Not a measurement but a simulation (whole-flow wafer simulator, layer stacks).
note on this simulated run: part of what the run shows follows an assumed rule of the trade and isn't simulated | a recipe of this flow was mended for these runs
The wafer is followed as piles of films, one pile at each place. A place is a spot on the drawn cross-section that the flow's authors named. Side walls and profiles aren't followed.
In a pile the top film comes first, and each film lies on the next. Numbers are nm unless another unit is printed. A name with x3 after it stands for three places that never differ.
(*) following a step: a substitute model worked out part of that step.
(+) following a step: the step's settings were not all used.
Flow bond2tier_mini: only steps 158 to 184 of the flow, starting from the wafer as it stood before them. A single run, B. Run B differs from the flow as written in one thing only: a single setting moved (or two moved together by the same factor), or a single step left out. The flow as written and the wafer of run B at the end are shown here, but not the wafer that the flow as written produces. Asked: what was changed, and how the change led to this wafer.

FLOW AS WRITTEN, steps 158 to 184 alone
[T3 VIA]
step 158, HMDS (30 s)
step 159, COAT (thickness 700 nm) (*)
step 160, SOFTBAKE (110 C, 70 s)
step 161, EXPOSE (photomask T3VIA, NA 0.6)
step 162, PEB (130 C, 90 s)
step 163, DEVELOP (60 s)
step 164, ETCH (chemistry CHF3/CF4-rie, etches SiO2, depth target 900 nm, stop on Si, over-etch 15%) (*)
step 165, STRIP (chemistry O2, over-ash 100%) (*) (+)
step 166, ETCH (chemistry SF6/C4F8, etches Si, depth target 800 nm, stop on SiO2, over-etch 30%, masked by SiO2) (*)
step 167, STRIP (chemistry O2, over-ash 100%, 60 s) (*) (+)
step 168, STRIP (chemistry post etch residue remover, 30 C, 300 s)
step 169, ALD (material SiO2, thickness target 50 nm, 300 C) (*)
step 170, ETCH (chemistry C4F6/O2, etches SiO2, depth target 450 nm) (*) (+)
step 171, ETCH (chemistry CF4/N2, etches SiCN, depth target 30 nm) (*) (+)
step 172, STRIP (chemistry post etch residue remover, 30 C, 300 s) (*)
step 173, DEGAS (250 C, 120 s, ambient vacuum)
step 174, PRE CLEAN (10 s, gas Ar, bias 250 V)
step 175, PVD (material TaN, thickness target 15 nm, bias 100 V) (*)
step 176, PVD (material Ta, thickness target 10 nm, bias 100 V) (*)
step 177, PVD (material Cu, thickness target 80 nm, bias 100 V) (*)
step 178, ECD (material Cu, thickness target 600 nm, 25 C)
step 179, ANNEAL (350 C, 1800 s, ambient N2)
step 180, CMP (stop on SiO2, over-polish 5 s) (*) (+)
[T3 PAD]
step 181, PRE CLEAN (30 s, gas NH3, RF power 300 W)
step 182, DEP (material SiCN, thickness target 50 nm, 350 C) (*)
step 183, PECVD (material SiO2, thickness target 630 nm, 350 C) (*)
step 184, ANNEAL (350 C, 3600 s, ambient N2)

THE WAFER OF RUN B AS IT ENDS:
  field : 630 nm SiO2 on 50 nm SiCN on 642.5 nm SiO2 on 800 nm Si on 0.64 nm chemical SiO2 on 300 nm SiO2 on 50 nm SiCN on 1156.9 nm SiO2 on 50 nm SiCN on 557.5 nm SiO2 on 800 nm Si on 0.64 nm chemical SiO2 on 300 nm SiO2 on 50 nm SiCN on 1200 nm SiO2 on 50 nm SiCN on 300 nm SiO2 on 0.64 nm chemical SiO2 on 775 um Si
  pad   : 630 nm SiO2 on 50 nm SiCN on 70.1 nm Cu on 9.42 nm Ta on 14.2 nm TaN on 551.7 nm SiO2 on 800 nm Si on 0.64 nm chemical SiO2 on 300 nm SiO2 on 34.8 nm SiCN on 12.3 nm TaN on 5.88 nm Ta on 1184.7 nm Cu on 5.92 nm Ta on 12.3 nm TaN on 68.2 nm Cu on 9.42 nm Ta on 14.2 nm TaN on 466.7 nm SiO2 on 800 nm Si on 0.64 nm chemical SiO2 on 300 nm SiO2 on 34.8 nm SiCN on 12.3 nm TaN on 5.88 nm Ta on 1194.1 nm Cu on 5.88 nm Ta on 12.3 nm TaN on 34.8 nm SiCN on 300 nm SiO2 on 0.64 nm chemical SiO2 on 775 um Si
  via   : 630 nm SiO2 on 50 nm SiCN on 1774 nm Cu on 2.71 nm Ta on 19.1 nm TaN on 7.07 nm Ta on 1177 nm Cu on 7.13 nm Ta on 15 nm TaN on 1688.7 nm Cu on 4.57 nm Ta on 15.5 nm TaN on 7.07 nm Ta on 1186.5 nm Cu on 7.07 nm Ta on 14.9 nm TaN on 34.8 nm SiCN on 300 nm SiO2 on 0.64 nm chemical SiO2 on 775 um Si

What caused this: step 169, ALD: thickness target 135 nm was run, though the flow has thickness target 50 nm.

The path from the change to this, step by step:
  step 169, ALD (material SiO2, thickness target 50 nm, 300 C) (*)
      field, pad, via: +135 SiO2 (it would be, as written: +50 SiO2)
  step 170, ETCH (chemistry C4F6/O2, etches SiO2, depth target 450 nm) (*) (+)
      via: -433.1 SiO2 (all of it), -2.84 SiCN (it would be, as written: -348.1 SiO2 (all of it), -17.2 SiCN)
  step 171, ETCH (chemistry CF4/N2, etches SiCN, depth target 30 nm) (*) (+)
      via: -30 SiCN (it would be, as written: -17.6 SiCN (all of it), -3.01 TaN)
  step 174, PRE CLEAN (10 s, gas Ar, bias 250 V)
      via: -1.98 SiCN (all of it) (it would be, as written: -3.19 TaN)
  step 175, PVD (material TaN, thickness target 15 nm, bias 100 V) (*)
      via: +4.21 TaN (it would be, as written: +6.94 TaN)
  step 176, PVD (material Ta, thickness target 10 nm, bias 100 V) (*)
      via: +2.71 Ta (new film) (it would be, as written: +4.57 Ta (new film))
  step 177, PVD (material Cu, thickness target 80 nm, bias 100 V) (*)
      via: +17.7 Cu (new film) (it would be, as written: +35 Cu (new film))
  step 178, ECD (material Cu, thickness target 600 nm, 25 C)
      via: +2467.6 Cu (it would be, as written: +2367 Cu)
